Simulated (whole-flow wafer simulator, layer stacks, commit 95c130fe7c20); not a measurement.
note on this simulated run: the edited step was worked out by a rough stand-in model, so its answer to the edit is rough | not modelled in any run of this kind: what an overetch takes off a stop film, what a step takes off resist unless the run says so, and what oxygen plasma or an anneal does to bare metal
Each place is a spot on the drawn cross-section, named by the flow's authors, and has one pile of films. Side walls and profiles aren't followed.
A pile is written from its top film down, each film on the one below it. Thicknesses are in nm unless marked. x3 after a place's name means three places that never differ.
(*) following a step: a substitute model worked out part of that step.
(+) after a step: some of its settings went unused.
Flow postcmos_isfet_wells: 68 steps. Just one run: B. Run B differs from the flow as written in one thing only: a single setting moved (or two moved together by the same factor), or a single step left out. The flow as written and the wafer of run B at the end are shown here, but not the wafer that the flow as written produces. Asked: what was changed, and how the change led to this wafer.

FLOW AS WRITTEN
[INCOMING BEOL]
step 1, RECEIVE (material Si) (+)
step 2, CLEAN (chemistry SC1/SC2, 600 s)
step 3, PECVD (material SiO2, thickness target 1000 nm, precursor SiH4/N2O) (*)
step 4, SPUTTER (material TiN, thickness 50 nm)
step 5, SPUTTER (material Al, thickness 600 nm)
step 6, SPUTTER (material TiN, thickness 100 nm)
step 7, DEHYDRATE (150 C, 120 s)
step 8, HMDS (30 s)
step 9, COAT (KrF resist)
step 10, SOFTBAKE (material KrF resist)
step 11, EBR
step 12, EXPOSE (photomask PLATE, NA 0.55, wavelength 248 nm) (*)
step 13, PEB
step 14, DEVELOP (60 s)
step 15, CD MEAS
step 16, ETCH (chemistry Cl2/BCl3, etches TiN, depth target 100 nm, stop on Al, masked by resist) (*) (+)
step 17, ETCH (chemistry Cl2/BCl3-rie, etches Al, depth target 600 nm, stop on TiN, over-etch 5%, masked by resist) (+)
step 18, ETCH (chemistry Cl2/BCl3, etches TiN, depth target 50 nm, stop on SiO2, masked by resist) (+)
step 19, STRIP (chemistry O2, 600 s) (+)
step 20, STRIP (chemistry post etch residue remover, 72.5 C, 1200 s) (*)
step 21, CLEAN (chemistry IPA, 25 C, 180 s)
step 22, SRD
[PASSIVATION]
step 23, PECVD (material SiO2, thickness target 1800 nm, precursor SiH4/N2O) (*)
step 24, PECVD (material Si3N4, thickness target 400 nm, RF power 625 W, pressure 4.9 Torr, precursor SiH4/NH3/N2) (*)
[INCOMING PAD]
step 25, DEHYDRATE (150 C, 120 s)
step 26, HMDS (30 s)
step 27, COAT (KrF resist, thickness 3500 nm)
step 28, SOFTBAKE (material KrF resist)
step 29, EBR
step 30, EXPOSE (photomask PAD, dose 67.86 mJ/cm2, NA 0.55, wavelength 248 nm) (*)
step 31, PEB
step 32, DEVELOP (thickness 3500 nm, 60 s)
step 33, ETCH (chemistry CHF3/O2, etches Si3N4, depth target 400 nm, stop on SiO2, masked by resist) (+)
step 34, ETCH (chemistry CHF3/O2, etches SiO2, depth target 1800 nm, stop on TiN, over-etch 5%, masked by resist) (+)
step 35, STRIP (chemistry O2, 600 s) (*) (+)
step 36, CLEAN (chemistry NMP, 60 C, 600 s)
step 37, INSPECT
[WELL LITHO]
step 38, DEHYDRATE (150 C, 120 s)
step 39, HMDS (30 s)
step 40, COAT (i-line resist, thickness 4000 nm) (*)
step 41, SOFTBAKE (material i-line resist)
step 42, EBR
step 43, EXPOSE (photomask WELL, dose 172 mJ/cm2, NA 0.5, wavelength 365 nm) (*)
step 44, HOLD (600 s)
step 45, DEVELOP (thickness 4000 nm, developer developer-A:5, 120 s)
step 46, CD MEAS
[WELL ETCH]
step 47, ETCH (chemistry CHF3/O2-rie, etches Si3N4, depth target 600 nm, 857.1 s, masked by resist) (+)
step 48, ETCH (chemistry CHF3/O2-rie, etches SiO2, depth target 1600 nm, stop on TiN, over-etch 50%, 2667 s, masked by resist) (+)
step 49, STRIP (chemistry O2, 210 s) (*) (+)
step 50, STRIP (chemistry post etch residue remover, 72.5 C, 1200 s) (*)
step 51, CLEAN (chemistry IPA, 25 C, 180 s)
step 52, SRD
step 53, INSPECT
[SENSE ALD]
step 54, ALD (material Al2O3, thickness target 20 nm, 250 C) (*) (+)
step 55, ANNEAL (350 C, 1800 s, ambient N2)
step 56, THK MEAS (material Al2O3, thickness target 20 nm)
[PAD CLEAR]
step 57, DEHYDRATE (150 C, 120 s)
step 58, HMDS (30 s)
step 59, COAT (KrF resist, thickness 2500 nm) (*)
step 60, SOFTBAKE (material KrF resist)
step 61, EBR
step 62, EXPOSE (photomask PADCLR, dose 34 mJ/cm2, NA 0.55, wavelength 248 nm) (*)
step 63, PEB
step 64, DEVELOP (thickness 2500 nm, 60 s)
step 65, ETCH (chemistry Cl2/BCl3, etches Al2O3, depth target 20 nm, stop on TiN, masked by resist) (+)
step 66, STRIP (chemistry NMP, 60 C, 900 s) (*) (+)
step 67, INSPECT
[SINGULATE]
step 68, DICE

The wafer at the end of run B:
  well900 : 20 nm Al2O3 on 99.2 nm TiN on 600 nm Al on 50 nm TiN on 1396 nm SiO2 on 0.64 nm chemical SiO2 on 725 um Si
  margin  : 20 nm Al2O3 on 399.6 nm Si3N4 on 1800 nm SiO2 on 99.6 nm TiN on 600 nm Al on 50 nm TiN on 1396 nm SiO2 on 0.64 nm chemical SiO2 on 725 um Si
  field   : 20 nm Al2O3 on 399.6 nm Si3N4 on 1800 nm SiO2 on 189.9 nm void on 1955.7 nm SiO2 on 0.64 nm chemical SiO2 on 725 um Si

The reason: step 3, PECVD: thickness target 1396 nm was run, whereas the flow has thickness target 1000 nm.
The wafer lets one read it off: well900 has SiO2 1396, and step 3 as written asks for 1000 nm.

Step by step, how the change led to this:
  step 3, PECVD (material SiO2, thickness target 1000 nm, precursor SiH4/N2O) (*)
      field, margin, well900, well1300 x3, pad_rim, pad_clr, pad_open: SiO2 gains 1396 (new film) (it would be, as written: SiO2 gains 1000 (new film))
